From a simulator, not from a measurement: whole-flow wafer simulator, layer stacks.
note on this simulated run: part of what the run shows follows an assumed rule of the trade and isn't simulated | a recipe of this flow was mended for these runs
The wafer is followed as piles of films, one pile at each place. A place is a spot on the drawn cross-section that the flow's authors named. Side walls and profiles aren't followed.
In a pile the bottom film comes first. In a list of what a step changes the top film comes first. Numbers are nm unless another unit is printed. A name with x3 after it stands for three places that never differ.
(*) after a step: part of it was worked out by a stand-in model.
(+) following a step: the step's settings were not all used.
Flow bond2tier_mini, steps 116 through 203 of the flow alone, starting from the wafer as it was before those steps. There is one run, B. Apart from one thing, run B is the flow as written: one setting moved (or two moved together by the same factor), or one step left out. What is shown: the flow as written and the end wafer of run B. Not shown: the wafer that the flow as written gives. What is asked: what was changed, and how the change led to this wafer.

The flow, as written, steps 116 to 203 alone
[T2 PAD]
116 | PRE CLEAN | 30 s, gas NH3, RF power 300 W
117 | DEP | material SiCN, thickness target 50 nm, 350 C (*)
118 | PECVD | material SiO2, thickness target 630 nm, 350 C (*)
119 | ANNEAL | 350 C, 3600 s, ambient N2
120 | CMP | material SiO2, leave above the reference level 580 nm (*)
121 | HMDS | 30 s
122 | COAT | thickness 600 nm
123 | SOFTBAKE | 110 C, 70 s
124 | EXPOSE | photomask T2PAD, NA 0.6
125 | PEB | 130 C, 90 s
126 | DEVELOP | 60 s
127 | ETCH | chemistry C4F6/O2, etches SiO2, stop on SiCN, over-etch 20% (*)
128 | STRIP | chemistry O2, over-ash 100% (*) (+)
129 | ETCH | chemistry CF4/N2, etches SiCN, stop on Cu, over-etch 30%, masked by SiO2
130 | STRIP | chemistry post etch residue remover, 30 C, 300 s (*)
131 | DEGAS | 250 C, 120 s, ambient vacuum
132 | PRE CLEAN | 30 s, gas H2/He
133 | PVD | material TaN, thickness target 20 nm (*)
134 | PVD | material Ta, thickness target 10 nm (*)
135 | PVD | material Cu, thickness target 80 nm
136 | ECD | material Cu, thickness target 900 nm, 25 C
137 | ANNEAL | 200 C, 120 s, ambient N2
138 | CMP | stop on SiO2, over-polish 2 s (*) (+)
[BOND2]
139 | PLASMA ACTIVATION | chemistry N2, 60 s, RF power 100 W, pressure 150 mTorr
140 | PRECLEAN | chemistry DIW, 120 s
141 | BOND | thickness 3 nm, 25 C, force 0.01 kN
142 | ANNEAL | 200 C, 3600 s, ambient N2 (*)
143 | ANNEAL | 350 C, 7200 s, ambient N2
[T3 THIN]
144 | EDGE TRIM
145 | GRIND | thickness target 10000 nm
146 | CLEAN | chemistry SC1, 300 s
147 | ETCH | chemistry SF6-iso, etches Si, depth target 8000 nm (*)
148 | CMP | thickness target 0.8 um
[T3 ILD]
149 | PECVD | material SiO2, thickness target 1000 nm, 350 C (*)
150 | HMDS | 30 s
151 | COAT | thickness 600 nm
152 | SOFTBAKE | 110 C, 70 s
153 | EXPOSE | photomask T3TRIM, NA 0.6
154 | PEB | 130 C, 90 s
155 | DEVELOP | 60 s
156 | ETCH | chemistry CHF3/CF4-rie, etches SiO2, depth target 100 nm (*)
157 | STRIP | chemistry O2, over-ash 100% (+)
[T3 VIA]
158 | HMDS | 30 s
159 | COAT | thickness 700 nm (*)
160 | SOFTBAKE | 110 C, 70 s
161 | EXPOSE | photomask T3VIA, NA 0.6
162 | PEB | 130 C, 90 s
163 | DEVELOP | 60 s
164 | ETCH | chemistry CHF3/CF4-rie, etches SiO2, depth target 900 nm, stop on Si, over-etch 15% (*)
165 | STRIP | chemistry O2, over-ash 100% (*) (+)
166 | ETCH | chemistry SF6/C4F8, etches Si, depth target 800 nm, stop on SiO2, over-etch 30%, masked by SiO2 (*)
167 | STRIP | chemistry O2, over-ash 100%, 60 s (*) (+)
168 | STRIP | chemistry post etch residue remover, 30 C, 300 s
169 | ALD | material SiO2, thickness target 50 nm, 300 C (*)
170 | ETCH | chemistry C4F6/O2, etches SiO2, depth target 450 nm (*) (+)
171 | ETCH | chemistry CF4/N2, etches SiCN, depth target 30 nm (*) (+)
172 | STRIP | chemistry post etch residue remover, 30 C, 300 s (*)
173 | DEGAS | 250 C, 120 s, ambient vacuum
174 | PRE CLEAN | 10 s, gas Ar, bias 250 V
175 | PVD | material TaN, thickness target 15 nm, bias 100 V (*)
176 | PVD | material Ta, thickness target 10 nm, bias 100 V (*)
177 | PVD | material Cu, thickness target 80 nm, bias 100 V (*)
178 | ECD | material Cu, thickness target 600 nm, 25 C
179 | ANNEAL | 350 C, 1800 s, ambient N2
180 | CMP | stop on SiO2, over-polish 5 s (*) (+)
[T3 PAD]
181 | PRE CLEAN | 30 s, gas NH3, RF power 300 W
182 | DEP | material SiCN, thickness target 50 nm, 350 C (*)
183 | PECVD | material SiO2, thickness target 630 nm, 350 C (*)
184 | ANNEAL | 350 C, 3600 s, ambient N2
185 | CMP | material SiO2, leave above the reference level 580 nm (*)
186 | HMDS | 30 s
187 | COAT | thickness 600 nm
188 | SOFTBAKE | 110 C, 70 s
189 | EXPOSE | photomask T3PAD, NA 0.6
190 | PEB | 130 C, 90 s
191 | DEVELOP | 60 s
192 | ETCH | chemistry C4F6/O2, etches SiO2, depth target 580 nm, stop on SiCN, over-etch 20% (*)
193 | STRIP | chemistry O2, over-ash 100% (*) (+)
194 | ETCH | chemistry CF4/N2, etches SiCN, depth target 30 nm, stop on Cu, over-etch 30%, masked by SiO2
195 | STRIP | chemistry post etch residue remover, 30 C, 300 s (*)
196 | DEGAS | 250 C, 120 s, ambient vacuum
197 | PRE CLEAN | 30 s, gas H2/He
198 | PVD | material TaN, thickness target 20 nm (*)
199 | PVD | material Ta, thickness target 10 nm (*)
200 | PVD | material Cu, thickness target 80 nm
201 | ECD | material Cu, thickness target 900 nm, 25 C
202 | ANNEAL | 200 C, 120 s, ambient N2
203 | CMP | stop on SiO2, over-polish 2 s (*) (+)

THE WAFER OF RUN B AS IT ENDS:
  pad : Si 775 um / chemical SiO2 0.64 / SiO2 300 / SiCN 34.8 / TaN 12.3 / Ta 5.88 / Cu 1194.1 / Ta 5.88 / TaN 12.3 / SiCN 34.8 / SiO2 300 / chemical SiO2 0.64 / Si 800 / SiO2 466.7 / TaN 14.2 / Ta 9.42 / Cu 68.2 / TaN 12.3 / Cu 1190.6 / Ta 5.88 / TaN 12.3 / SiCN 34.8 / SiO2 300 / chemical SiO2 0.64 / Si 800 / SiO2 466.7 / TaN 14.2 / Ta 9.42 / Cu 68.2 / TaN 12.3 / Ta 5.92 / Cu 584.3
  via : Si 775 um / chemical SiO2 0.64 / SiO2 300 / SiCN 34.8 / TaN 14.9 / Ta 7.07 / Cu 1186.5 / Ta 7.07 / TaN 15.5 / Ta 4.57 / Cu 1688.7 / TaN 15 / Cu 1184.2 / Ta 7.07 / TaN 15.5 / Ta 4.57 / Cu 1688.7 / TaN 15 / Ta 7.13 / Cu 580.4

Cause: step 134, PVD: material Ta, thickness target 10 nm (*), was skipped.

The path from the change to this, step by step:
  138 | CMP | stop on SiO2, over-polish 2 s (*) (+)
      field: -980 Cu (all of it), -20 TaN (all of it) (it would be, as written: -980 Cu (all of it), -10 Ta (all of it), -20 TaN (all of it))
